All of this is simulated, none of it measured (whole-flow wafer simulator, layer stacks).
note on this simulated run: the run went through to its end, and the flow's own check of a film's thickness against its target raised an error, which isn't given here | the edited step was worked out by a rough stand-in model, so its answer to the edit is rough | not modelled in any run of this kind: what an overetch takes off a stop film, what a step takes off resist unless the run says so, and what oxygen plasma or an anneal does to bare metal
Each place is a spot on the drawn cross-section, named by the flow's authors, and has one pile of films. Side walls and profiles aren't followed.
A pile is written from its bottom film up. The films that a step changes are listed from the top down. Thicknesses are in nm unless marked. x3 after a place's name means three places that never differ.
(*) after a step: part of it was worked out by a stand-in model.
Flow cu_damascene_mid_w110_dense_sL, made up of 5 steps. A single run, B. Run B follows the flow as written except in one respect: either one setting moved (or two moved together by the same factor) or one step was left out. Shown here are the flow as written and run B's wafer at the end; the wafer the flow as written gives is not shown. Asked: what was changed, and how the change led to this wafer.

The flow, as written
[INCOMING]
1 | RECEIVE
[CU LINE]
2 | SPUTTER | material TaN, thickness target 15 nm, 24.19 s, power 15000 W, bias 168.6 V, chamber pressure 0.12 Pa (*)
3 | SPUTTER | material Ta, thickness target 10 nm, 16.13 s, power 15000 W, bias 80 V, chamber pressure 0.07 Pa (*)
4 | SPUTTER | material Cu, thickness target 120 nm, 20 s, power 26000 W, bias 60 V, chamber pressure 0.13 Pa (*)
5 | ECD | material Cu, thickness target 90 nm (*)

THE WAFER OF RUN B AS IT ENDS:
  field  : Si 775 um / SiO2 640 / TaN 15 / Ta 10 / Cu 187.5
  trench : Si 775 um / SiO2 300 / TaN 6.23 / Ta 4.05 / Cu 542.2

Cause: step 5, ECD: thickness target 67.5 nm was run, though the flow has thickness target 90 nm.

Step by step, how the change led to this:
  5 | ECD | material Cu, thickness target 90 nm (*)
      field: +67.5 Cu (it would be, as written: +90 Cu)
      trench: +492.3 Cu (it would be, as written: +514.8 Cu)
